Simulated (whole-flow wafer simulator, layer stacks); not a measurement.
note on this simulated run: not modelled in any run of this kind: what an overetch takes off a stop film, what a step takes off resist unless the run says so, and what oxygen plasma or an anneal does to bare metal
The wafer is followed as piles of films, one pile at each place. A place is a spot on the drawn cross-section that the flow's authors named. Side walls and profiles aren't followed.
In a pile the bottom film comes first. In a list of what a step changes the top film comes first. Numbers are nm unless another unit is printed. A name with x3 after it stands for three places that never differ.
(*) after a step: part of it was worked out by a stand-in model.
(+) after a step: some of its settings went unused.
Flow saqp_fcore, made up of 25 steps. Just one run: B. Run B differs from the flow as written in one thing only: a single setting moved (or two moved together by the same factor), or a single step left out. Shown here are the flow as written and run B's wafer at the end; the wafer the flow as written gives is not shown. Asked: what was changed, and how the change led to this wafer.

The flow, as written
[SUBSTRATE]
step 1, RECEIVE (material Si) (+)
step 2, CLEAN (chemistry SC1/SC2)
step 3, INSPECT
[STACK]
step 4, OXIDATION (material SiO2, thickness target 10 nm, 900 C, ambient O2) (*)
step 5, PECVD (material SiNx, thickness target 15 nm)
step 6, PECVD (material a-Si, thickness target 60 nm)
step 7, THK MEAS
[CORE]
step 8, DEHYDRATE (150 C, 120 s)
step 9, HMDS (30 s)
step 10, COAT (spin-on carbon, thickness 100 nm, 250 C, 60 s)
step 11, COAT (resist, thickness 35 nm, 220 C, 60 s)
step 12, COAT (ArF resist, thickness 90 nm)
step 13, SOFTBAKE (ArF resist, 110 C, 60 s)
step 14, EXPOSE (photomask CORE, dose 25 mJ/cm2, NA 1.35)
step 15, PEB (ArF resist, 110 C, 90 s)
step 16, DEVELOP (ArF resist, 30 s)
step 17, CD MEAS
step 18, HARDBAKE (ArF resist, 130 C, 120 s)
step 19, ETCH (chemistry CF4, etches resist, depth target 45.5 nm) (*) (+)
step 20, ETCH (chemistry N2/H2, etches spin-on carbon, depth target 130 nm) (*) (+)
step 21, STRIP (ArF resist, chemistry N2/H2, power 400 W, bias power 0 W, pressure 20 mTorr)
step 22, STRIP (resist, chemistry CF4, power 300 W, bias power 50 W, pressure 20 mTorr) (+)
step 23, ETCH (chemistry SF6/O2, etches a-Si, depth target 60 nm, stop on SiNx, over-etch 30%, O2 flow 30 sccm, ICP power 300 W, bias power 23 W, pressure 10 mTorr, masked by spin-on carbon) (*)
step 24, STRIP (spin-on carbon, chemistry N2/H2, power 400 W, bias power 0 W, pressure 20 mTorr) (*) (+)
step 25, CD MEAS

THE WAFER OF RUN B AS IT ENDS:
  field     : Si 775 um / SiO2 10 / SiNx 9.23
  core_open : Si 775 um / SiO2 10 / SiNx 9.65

What caused this: step 11, COAT: thickness 42 nm was run, though the flow has thickness 35 nm.

Step by step, how the change led to this:
  step 11, COAT (resist, thickness 35 nm, 220 C, 60 s)
      field, core_open, core_line: resist gains 42 (new film) (it would be, as written: resist gains 35 (new film))
  step 19, ETCH (chemistry CF4, etches resist, depth target 45.5 nm) (*) (+)
      field, core_open: resist loses 42 (all of it), spin-on carbon loses 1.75 (it would be, as written: resist loses 35 (all of it), spin-on carbon loses 5.25)
  step 20, ETCH (chemistry N2/H2, etches spin-on carbon, depth target 130 nm) (*) (+)
      field, core_open: spin-on carbon loses 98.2 (all of it), a-Si loses 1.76 (it would be, as written: spin-on carbon loses 94.8 (all of it), a-Si loses 1.96)
  step 22, STRIP (resist, chemistry CF4, power 300 W, bias power 50 W, pressure 20 mTorr) (+)
      field: a-Si loses 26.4 (it would be, as written: a-Si loses 21.2)
      core_open: a-Si loses 23 (it would be, as written: a-Si loses 18.6)
      (and at 1 other place as well)
  step 23, ETCH (chemistry SF6/O2, etches a-Si, depth target 60 nm, stop on SiNx, over-etch 30%, O2 flow 30 sccm, ICP power 300 W, bias power 23 W, pressure 10 mTorr, masked by spin-on carbon) (*)
      field: a-Si loses 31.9 (all of it), SiNx loses 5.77 (it would be, as written: a-Si loses 36.9 (all of it), SiNx loses 5.14)
      core_open: a-Si loses 35.2 (all of it), SiNx loses 5.35 (it would be, as written: a-Si loses 39.4 (all of it), SiNx loses 4.82)
      (and at 1 other place as well)
